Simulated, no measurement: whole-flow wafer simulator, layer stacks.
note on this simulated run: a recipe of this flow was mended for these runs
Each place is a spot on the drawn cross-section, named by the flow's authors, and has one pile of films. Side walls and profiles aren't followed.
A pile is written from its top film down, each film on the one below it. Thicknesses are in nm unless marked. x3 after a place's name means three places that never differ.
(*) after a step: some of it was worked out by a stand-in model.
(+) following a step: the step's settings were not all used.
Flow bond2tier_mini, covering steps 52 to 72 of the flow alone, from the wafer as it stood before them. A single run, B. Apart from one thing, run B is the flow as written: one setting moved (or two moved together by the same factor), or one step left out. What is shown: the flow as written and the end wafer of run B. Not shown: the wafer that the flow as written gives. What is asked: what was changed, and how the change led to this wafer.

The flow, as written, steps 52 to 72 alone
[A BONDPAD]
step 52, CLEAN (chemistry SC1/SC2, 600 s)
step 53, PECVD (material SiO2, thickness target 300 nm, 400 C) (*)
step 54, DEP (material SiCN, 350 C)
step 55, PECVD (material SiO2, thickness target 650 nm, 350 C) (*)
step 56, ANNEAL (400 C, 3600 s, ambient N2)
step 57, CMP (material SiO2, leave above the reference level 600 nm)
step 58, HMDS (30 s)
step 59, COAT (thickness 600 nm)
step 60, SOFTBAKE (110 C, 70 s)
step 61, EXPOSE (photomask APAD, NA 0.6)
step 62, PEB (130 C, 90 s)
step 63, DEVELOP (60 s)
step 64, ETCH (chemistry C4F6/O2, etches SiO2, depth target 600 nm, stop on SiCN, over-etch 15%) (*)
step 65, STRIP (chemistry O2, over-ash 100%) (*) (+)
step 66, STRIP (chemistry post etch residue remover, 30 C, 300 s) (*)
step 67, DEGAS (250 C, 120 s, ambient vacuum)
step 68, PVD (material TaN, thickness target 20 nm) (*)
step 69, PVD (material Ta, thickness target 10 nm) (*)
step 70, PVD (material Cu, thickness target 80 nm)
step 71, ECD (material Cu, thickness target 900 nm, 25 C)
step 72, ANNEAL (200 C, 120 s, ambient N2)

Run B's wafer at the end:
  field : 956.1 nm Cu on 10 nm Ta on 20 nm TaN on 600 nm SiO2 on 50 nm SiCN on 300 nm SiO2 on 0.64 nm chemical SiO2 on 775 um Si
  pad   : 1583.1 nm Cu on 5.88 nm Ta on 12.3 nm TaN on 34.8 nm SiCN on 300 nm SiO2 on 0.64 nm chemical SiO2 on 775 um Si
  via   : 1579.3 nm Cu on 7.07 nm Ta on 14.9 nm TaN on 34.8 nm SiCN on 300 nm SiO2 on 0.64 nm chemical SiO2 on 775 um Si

The reason: step 70, PVD: thickness target 56.1 nm was run, while the flow as written has thickness target 80 nm.

How this came from the change, step by step:
  step 70, PVD (material Cu, thickness target 80 nm)
      field: +56.1 Cu (new film) (it would be, as written: +80 Cu (new film))
      pad: +34 Cu (new film) (it would be, as written: +48.4 Cu (new film))
      (also at 1 further place)
